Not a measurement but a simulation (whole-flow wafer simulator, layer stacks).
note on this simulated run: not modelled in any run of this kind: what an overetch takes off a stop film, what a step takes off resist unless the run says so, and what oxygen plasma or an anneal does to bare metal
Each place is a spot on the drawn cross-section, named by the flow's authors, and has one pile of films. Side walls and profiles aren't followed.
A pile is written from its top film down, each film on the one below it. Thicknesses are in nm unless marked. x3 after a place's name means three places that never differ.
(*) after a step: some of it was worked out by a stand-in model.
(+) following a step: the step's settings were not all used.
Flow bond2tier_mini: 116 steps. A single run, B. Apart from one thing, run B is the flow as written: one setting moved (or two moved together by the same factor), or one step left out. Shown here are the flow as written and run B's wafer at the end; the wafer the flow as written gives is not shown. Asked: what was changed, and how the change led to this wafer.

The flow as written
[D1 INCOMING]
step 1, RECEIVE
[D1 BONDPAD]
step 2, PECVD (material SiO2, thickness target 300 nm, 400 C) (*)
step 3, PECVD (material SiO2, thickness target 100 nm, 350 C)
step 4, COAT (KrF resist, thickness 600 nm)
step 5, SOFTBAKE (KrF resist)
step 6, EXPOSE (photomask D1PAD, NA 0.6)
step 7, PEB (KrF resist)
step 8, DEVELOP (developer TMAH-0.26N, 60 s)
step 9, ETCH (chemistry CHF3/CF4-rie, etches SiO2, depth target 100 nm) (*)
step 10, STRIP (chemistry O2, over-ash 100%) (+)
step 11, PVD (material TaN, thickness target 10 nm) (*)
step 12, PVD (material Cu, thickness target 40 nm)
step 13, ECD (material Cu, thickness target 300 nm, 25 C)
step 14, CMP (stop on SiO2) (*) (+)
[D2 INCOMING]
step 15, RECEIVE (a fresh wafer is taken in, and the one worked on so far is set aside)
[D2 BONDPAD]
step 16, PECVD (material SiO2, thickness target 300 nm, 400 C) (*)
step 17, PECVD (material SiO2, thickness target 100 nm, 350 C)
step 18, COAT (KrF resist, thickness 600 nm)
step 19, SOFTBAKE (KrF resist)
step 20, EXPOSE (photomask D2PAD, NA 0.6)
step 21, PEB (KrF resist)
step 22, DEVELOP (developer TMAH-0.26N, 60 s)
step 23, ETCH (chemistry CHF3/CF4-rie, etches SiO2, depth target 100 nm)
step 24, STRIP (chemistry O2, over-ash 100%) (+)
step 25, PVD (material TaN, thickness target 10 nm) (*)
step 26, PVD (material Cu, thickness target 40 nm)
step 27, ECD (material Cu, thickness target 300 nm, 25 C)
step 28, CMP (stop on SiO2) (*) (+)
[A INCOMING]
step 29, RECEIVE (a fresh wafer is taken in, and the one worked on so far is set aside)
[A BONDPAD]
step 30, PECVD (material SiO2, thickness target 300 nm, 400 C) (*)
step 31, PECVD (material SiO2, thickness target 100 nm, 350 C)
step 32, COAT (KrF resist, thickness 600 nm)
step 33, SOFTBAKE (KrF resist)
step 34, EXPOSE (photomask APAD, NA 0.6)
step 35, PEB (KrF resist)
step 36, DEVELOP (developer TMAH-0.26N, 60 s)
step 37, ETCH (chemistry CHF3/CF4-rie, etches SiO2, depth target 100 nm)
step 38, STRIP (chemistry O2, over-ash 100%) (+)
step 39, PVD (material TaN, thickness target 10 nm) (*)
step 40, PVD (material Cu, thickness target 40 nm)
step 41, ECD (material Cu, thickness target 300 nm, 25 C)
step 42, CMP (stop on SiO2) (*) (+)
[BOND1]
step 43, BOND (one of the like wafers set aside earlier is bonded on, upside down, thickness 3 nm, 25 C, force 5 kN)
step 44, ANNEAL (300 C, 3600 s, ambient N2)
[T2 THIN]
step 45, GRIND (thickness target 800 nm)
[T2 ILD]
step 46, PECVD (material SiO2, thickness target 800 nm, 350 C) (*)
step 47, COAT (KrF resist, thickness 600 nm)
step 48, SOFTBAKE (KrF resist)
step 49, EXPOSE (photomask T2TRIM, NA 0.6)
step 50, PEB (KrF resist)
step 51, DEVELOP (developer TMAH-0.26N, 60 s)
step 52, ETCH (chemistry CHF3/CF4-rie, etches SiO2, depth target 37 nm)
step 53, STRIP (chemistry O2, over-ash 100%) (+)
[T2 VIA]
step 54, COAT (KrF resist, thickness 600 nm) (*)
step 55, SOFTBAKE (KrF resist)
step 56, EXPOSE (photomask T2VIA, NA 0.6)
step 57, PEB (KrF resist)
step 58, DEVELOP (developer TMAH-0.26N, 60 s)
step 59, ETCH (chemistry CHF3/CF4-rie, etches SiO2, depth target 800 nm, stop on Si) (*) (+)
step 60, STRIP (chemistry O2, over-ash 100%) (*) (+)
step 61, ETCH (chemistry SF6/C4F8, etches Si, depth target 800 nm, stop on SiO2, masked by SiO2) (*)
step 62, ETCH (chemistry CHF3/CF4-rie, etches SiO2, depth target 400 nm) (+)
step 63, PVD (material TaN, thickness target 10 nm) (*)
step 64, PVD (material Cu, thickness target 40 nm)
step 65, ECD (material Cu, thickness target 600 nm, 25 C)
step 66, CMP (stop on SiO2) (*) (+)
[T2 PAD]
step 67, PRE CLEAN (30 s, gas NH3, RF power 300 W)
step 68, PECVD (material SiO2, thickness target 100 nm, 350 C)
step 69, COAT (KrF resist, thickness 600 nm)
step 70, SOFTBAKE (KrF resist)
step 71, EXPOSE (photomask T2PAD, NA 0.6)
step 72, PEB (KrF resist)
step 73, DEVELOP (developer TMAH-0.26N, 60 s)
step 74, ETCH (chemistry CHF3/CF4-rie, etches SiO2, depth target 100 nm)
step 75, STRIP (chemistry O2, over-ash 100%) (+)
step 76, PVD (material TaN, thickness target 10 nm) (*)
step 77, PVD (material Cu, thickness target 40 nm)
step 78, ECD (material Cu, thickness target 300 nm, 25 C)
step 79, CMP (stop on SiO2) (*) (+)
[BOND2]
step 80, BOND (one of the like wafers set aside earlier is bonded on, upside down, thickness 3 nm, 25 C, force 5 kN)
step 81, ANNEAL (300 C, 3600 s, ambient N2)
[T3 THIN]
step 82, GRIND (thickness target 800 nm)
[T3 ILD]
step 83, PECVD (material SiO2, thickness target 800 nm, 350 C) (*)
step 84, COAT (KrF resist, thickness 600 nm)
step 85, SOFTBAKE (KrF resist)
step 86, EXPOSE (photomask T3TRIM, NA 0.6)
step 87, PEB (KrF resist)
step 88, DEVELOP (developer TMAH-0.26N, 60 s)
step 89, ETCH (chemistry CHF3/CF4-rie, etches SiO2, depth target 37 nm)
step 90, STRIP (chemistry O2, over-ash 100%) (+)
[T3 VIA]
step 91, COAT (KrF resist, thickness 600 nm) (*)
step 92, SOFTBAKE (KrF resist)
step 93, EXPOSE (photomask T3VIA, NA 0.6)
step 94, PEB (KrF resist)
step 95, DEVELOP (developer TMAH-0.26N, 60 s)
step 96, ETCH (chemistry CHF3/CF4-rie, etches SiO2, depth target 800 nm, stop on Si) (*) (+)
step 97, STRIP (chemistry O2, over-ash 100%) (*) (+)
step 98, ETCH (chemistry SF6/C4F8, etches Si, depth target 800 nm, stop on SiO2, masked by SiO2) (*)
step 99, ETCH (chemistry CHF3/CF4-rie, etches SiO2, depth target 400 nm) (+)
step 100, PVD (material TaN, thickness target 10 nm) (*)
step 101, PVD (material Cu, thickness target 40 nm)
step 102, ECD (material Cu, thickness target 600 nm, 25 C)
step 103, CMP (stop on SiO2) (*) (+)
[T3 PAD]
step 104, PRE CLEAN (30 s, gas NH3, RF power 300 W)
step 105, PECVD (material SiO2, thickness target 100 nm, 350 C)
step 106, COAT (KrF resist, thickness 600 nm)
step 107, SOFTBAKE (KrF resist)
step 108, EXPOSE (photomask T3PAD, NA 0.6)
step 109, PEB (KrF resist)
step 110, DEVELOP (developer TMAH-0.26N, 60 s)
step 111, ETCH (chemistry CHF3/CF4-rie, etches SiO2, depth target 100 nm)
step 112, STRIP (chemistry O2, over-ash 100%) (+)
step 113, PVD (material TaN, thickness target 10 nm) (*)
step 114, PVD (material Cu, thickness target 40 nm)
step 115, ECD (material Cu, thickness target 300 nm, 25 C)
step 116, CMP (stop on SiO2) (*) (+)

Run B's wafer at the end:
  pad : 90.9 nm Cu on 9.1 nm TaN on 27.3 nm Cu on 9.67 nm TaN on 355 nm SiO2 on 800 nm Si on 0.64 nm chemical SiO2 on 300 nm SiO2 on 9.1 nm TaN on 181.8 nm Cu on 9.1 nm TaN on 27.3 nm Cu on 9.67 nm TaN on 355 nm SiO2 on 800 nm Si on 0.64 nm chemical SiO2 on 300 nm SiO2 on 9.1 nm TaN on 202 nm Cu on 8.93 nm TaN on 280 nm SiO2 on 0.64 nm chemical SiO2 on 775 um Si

Cause: step 37, ETCH: depth target 120 nm was run, while the flow as written has depth target 100 nm.

How this came from the change, step by step:
  step 37, ETCH (chemistry CHF3/CF4-rie, etches SiO2, depth target 100 nm)
      pad, via: SiO2 loses 120 (in the flow as written it would be: SiO2 loses 100)
      field: KrF resist loses 40 (in the flow as written it would be: KrF resist loses 33.3)
  step 41, ECD (material Cu, thickness target 300 nm, 25 C)
      pad: Cu gains 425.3 (in the flow as written it would be: Cu gains 404.5)
      via: Cu gains 420.3 (in the flow as written it would be: Cu gains 400.2)
